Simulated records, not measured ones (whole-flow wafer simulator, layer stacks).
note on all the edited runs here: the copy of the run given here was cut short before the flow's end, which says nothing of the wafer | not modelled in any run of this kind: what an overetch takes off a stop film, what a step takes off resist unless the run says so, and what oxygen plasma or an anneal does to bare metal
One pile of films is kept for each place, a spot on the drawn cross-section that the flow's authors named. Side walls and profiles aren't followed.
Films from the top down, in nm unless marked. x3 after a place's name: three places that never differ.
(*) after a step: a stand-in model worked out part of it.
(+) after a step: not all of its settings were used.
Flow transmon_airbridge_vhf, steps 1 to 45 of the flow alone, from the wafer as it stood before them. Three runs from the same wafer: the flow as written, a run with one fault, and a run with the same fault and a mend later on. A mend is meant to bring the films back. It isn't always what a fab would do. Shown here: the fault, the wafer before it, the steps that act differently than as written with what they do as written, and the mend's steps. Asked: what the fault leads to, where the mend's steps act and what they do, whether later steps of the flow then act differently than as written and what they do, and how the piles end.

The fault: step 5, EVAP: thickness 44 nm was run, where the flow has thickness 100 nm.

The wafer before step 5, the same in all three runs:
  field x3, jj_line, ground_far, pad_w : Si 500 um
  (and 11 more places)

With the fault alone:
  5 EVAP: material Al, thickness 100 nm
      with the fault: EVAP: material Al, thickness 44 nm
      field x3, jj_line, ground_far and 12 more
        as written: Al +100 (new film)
        with the fault: Al +44 (new film)
  Later steps of the flow that act differently than as written (10 more steps differ only slightly, by at most 2% or 0.5 nm, whichever is larger, and aren't shown):
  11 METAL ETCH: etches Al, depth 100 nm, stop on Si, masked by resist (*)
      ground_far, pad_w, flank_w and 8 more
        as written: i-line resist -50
        with the fault: i-line resist -33
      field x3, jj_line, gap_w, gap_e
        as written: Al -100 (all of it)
        with the fault: Al -44 (all of it)
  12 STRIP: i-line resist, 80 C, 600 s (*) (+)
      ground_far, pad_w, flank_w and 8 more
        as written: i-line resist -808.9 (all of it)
        with the fault: i-line resist -825.9 (all of it)
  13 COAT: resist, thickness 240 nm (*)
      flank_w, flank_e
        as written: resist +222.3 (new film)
        with the fault: resist +231.4 (new film)
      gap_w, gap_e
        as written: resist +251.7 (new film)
        with the fault: resist +245.6 (new film)
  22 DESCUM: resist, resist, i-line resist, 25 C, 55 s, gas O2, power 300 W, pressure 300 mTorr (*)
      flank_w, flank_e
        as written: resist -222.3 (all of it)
        with the fault: resist -231.4 (all of it)
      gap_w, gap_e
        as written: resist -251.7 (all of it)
        with the fault: resist -245.6 (all of it)
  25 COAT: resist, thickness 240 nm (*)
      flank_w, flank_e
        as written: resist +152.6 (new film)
        with the fault: resist +159.6 (new film)
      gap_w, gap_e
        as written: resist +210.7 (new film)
        with the fault: resist +204.6 (new film)
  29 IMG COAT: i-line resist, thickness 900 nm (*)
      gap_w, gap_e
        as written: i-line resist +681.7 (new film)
        with the fault: i-line resist +667 (new film)
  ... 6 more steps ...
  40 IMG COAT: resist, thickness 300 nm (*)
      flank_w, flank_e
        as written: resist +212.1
        with the fault: resist +220
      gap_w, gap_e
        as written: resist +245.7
        with the fault: resist +240.5
  At the end the piles differ from the flow's by more than 2% or 0.5 nm, whichever is larger, at ground_far, pad_w, flank_w and 10 more.
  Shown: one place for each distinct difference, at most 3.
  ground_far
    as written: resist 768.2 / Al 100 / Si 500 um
    with the fault: resist 768.2 / Al 44 / Si 500 um
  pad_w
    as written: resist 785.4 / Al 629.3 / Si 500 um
    with the fault: resist 785.9 / Al 591.3 / Si 499.99 um
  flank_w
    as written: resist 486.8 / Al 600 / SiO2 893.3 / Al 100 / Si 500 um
    with the fault: resist 497.9 / Al 600 / SiO2 893 / Al 44 / Si 500 um

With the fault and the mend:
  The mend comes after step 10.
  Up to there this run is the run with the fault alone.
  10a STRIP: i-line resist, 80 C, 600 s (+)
      ground_far, pad_w, flank_w and 8 more
        i-line resist -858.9 (all of it)
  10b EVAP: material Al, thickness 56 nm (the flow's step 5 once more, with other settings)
      field x3, jj_line, ground_far and 12 more
        Al +56
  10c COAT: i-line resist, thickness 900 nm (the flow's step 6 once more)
      field x3, jj_line, ground_far and 12 more
        i-line resist +900 (new film)
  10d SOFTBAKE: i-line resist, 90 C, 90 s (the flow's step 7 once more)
      changes no film at any place that is followed
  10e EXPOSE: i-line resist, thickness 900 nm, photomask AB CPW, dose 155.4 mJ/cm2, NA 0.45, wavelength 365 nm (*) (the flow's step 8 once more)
      changes no film at any place that is followed
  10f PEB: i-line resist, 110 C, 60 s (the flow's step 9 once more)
      field x3, jj_line, ground_far and 12 more
        i-line resist -41
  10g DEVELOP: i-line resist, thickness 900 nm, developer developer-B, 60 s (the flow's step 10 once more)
      ground_far, pad_w, flank_w and 8 more
        i-line resist -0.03
      field x3, jj_line, gap_w, gap_e
        i-line resist -859 (all of it)
  No later step of the flow acts differently than as written at any place that is followed.
  At the end the piles are the same as the flow's at every place that both follow.
